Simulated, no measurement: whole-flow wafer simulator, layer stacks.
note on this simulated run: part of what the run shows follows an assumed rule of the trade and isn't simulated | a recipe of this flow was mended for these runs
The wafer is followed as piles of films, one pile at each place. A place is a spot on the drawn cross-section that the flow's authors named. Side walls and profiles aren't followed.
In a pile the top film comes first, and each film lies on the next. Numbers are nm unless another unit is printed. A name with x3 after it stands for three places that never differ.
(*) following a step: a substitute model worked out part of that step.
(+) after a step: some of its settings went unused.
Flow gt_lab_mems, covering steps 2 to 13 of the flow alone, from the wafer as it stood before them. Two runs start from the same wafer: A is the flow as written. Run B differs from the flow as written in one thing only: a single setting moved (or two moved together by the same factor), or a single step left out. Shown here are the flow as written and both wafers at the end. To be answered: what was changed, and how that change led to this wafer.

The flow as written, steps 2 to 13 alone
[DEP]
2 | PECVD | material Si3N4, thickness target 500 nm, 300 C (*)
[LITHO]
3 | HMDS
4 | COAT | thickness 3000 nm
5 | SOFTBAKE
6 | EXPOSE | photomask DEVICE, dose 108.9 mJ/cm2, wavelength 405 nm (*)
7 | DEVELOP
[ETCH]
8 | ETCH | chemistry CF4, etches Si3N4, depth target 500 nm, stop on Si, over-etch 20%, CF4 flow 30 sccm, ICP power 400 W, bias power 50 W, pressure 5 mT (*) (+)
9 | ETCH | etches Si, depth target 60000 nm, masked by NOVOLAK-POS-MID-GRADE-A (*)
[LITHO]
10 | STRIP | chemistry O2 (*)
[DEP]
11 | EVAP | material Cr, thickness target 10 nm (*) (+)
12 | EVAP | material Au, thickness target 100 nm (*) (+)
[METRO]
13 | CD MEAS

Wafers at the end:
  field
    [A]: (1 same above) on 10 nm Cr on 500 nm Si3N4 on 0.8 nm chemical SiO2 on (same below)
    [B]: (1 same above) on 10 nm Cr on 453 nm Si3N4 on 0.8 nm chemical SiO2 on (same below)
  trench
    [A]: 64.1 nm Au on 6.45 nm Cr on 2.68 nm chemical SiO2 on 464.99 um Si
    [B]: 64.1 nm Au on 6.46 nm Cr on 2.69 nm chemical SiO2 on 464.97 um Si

What caused this: step 2, PECVD: thickness target 453 nm was run, whereas the flow has thickness target 500 nm.
One can read it off the wafer: field has Si3N4 453, and step 2 as written asks for 500 nm.

The path from the change to this, step by step:
  2 | PECVD | material Si3N4, thickness target 500 nm, 300 C (*)
      field, trench: A Si3N4 gains 500 (new film) | B Si3N4 gains 453 (new film)
  8 | ETCH | chemistry CF4, etches Si3N4, depth target 500 nm, stop on Si, over-etch 20%, CF4 flow 30 sccm, ICP power 400 W, bias power 50 W, pressure 5 mT (*) (+)
      field: A g/i-line-resist loses 400 | B g/i-line-resist loses 363
      trench: A Si3N4 loses 500 (all of it), chemical SiO2 loses 0.8 (all of it), Si loses 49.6 | B Si3N4 loses 453 (all of it), chemical SiO2 loses 0.8 (all of it), Si loses 73.1
  10 | STRIP | chemistry O2 (*)
      field: A g/i-line-resist loses 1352 (all of it) | B g/i-line-resist loses 1388.9 (all of it)
